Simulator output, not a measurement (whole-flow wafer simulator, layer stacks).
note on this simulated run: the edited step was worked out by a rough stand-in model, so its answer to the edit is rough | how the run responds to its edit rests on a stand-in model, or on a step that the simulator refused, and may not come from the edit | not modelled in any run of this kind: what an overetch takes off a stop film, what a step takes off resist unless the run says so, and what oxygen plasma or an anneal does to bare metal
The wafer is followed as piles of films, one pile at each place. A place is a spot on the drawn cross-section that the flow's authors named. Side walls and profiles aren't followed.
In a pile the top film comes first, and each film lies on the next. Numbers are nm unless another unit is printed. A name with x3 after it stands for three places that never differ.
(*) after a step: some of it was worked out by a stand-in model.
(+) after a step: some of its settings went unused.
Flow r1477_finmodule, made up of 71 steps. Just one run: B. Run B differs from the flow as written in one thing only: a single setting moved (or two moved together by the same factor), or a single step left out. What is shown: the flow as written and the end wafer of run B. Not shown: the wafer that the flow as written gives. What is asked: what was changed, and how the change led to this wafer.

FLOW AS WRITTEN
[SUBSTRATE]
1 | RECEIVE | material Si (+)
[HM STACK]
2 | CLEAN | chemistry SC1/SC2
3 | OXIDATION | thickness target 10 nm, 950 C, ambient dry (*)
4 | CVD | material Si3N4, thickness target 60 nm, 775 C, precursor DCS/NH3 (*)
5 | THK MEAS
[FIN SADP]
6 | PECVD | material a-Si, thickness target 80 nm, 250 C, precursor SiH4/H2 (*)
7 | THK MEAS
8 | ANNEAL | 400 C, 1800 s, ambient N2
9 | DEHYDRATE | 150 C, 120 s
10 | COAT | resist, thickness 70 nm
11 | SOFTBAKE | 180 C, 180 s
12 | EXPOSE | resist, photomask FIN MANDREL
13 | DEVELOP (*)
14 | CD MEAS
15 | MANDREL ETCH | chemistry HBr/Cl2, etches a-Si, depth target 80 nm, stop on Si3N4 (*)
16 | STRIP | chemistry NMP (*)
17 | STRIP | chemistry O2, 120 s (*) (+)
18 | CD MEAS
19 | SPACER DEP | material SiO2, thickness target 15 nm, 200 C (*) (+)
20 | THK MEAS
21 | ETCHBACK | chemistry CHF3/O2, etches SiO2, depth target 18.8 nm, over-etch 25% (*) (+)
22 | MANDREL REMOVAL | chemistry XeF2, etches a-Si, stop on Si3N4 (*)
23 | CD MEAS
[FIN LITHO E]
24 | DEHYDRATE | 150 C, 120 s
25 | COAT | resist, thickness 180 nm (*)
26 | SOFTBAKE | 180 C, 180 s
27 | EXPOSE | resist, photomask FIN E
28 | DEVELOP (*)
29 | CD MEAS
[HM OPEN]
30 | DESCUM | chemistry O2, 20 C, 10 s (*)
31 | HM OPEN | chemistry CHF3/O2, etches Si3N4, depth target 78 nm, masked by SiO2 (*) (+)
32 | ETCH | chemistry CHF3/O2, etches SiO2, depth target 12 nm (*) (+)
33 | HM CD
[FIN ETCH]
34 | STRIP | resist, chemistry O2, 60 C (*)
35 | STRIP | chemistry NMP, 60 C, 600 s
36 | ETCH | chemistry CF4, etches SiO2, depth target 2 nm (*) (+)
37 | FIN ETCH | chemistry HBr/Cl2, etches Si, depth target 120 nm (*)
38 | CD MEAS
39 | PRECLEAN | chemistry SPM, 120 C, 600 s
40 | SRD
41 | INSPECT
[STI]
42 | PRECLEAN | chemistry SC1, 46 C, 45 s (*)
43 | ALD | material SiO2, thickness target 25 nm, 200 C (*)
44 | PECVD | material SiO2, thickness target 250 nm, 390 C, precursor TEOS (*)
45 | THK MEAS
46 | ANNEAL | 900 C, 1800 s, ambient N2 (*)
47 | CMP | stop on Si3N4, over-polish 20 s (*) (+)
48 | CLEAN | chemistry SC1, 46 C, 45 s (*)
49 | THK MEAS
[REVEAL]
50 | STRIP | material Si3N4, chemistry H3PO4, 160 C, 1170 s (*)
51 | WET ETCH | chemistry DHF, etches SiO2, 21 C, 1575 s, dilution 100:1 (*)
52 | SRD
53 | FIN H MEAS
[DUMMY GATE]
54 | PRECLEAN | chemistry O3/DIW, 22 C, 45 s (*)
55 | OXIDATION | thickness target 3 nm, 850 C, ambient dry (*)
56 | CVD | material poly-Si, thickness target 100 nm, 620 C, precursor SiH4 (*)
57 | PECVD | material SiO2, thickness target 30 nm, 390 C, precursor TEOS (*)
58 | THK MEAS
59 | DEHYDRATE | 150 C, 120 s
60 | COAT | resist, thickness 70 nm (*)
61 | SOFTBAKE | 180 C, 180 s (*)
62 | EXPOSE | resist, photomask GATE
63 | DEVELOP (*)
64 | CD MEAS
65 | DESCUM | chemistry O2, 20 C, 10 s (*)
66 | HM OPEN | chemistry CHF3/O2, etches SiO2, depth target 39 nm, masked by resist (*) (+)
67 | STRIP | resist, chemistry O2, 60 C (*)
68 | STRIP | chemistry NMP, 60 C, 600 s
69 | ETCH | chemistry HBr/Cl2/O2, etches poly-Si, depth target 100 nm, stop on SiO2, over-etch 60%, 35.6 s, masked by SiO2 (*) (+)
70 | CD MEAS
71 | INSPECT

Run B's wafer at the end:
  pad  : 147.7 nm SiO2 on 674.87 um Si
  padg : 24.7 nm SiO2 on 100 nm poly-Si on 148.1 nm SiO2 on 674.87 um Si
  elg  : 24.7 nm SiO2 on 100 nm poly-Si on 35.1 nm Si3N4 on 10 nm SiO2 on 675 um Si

Cause: step 51, WET ETCH: 748 s was run, though the flow has 1575 s.

The path from the change to this, step by step:
  51 | WET ETCH | chemistry DHF, etches SiO2, 21 C, 1575 s, dilution 100:1 (*)
      pad, padg, e40sg and 12 more: SiO2 loses 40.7 (it would be, as written: SiO2 loses 85.7)
      elg, e40lg, e100lg, e200lg, elo, e40lo, e100lo, e200lo: SiO2 loses 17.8 (all of it), Si3N4 loses 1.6 (it would be, as written: SiO2 loses 17.8 (all of it), Si3N4 loses 4.97)
      (and at 7 other places as well)
  56 | CVD | material poly-Si, thickness target 100 nm, 620 C, precursor SiH4 (*)
      s40sg_line, s45sg_line, s50sg_line, s40so_line, s45so_line, s50so_line: poly-Si gains 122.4 (new film) (it would be, as written: poly-Si gains 100 (new film))
      s40cg, s40co: poly-Si gains 100 (new film) (it would be, as written: poly-Si gains 113.9 (new film))
      (and at 5 other places as well)
  60 | COAT | resist, thickness 70 nm (*)
      e40lg, e100lg, elo, e40lo, e100lo: resist gains 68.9 (new film) (it would be, as written: resist gains 66.9 (new film))
      e40sg, eso, e40so: resist gains 90 (new film) (it would be, as written: resist gains 129.5 (new film))
      (and at 22 other places as well)
  63 | DEVELOP (*)
      elo, e40lo, e100lo: resist loses 68.9 (all of it) (it would be, as written: resist loses 66.9 (all of it))
      eso, e40so: resist loses 90 (all of it) (it would be, as written: resist loses 129.5 (all of it))
      (and at 11 other places as well)
  67 | STRIP | resist, chemistry O2, 60 C (*)
      e40lg, e100lg: resist loses 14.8 (all of it) (it would be, as written: resist loses 12.8 (all of it))
      e40sg: resist loses 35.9 (all of it) (it would be, as written: resist loses 75.4 (all of it))
      (and at 12 other places as well)
  69 | ETCH | chemistry HBr/Cl2/O2, etches poly-Si, depth target 100 nm, stop on SiO2, over-etch 60%, 35.6 s, masked by SiO2 (*) (+)
      s40so_line, s45so_line, s50so_line: chemical SiO2 loses 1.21 (all of it), poly-Si loses 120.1 (all of it), SiO2 loses 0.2 (it would be, as written: chemical SiO2 loses 1.46 (all of it), poly-Si loses 97.6 (all of it), SiO2 loses 0.42)
      s40co: chemical SiO2 loses 1.21 (all of it), poly-Si loses 97.7 (all of it), SiO2 loses 0.42 (it would be, as written: chemical SiO2 loses 1.46 (all of it), poly-Si loses 111.5 (all of it), SiO2 loses 0.24)
      (and at 2 other places as well)
